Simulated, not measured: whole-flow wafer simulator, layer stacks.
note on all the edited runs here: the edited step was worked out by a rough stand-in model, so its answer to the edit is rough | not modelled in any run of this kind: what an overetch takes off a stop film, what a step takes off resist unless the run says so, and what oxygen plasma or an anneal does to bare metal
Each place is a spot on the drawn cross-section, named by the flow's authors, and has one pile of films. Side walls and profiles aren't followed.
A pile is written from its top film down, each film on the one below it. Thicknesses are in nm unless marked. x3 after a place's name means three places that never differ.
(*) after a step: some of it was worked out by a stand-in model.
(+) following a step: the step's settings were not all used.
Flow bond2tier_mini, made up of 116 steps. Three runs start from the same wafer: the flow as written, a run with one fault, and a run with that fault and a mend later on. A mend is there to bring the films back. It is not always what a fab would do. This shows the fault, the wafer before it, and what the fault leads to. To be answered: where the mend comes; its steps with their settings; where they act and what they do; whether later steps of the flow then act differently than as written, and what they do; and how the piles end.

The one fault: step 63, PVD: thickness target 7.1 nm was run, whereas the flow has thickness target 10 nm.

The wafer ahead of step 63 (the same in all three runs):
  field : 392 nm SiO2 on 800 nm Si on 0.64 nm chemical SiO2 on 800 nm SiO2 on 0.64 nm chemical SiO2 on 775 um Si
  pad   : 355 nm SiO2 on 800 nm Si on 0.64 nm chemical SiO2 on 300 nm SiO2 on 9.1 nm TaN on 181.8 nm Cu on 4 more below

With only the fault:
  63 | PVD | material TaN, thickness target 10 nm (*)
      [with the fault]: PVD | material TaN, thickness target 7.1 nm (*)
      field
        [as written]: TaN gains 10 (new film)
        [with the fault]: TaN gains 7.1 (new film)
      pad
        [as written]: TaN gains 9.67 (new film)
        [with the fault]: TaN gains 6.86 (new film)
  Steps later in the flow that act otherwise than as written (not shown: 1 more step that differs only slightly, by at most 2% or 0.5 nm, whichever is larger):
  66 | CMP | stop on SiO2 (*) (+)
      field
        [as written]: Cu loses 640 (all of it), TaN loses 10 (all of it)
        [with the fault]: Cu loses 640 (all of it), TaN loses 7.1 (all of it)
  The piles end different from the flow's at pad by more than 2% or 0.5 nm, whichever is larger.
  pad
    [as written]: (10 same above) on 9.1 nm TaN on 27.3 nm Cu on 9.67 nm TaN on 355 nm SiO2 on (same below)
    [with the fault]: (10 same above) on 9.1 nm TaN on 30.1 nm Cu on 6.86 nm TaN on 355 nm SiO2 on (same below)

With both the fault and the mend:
  After step 63 comes the mend.
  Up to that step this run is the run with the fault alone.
  63a | PVD | material TaN, thickness target 2.9 nm (*) (the flow's step 63, run once more with other settings)
      field
        TaN gains 2.9
      pad
        TaN gains 2.8
  Every later step of the flow that is run acts as written at every place that is followed.
  The piles end the same as the flow's at every place that both follow.
